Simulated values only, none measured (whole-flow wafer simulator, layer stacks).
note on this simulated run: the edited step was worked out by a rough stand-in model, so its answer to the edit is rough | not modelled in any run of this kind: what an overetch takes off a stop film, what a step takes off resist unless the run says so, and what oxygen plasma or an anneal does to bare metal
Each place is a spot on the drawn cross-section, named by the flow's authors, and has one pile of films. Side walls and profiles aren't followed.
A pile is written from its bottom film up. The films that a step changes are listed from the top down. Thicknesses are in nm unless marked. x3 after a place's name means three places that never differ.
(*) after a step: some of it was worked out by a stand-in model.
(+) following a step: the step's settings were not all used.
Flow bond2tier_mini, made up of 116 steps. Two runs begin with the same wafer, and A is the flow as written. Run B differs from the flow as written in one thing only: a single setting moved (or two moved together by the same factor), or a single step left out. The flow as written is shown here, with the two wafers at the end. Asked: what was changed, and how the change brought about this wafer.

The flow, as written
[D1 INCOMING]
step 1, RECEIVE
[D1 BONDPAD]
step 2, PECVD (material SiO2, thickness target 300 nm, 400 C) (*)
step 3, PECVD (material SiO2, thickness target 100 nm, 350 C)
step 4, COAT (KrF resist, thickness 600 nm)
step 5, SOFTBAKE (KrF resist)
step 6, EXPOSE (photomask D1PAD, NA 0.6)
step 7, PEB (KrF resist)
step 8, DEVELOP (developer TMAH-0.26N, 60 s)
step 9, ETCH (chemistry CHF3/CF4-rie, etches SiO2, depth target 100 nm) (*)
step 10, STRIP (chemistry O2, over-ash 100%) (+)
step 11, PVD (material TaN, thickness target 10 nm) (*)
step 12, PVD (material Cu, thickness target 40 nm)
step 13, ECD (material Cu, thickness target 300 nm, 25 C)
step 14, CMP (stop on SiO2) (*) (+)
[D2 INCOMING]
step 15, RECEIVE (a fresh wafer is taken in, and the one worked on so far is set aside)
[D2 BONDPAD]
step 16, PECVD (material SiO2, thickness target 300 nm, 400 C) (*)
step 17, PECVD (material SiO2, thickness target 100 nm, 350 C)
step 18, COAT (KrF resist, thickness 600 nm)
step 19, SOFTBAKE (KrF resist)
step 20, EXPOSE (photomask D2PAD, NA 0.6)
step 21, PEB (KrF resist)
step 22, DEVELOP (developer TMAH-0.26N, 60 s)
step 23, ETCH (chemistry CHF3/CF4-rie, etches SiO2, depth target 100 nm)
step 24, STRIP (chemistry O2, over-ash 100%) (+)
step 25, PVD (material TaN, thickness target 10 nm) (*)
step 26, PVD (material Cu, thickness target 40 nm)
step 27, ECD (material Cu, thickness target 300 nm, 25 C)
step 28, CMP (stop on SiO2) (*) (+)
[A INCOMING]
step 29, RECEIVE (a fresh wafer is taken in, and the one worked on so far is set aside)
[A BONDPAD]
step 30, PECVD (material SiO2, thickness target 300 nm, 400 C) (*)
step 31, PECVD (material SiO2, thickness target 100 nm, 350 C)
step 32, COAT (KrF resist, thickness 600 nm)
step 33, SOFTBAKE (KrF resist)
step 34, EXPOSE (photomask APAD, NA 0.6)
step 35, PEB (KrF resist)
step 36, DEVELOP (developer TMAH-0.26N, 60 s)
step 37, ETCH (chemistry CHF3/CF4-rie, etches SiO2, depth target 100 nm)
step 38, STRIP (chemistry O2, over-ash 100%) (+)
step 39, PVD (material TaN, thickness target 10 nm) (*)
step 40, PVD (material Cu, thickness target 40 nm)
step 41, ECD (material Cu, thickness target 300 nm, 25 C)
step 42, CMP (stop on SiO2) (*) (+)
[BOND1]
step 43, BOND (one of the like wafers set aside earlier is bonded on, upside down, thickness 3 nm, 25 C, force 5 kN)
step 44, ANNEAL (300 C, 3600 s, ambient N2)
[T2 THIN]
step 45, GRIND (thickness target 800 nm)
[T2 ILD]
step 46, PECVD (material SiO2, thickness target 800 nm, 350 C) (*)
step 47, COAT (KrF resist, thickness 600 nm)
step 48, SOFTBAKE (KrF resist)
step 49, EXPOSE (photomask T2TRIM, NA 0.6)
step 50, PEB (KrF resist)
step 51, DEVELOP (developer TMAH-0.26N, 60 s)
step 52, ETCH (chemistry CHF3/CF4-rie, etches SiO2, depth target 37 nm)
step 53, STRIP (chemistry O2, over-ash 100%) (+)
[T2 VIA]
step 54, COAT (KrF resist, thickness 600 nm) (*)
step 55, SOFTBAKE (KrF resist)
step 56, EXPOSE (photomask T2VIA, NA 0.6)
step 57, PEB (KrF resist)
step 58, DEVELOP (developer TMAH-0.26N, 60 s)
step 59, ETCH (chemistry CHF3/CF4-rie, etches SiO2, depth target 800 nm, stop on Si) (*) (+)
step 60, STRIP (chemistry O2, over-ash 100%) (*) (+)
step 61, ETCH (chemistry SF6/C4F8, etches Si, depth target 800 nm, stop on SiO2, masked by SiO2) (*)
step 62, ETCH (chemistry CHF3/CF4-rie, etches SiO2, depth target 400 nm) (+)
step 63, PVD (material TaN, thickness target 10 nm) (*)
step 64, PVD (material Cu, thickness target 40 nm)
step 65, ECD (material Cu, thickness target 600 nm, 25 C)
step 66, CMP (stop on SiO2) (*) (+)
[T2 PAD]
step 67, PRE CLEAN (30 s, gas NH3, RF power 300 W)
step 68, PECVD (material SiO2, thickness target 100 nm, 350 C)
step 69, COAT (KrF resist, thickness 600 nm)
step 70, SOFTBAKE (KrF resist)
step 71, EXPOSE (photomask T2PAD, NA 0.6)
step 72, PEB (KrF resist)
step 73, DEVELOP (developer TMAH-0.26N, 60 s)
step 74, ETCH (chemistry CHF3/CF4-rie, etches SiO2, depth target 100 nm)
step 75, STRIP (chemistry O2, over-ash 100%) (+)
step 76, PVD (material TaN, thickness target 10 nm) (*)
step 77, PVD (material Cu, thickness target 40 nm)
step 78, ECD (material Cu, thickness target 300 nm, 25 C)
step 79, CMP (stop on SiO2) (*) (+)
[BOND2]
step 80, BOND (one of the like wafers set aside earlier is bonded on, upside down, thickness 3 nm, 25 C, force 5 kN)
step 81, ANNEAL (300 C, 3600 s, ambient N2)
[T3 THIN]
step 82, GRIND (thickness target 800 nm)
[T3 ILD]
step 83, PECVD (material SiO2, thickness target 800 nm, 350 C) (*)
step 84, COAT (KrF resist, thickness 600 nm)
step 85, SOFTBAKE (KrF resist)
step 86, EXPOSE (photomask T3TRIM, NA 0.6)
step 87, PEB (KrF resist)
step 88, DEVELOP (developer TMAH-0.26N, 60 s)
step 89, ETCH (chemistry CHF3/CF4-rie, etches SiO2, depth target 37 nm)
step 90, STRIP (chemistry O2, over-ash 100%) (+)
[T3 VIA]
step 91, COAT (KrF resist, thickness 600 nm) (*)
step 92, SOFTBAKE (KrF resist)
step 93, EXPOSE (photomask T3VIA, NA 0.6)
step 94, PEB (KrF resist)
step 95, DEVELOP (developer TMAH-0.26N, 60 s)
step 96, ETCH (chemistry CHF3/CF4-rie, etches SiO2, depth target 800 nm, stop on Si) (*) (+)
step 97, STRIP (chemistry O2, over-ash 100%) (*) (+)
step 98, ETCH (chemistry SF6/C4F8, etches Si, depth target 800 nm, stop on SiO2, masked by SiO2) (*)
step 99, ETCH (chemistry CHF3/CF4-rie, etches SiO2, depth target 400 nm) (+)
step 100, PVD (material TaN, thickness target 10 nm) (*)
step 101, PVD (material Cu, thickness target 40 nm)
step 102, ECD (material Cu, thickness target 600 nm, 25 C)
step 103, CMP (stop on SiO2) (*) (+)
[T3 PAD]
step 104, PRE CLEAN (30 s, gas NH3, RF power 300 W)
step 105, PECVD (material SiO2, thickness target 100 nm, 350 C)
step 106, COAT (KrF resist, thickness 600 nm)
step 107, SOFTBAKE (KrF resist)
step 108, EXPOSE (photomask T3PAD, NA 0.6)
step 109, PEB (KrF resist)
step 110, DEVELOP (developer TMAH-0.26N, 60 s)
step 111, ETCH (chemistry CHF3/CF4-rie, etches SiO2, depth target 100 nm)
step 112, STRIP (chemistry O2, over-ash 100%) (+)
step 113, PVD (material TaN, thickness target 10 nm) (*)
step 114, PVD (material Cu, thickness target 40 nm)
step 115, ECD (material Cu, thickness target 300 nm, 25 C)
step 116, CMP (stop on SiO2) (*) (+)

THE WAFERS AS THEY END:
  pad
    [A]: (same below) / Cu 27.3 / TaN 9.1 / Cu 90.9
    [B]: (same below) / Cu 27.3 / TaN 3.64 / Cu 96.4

What caused this: step 113, PVD: thickness target 4 nm was run, whereas the flow has thickness target 10 nm.

Step by step, how the change led to this:
  step 113, PVD (material TaN, thickness target 10 nm) (*)
      field: A +10 TaN (new film) | B +4 TaN (new film)
      pad: A +9.1 TaN (new film) | B +3.64 TaN (new film)
  step 116, CMP (stop on SiO2) (*) (+)
      field: A -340 Cu (all of it), -10 TaN (all of it) | B -340 Cu (all of it), -4 TaN (all of it)
